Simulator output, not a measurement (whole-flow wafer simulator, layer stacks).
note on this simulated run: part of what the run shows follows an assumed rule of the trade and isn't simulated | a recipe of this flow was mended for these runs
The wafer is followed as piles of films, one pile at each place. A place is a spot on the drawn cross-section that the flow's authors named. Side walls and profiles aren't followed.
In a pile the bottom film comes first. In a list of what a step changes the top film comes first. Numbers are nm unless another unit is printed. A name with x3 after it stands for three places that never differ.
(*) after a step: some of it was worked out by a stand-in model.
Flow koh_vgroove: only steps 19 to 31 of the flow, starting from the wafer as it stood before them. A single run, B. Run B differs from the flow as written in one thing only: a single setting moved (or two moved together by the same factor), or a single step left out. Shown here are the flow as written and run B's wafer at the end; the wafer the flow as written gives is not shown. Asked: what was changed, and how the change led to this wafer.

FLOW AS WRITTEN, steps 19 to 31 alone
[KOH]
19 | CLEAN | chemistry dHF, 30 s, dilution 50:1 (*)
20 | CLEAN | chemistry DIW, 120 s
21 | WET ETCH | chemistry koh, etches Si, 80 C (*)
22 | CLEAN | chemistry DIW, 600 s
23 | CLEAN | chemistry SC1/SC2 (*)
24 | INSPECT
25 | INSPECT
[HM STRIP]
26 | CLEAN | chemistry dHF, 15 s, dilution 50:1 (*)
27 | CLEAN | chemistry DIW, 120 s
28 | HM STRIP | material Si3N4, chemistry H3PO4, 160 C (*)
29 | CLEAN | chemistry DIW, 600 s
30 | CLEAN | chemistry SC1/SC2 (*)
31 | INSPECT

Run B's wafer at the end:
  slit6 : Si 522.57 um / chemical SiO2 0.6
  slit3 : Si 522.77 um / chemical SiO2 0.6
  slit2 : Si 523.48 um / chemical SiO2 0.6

Cause: step 21, WET ETCH: 72 C was run, whereas the flow has 80 C.

How this came from the change, step by step:
  21 | WET ETCH | chemistry koh, etches Si, 80 C (*)
      slit6, slit20: -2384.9 Si (in the flow as written it would be: -3727.8 Si)
      slit2: -1475.9 Si (in the flow as written it would be: -1515.1 Si)
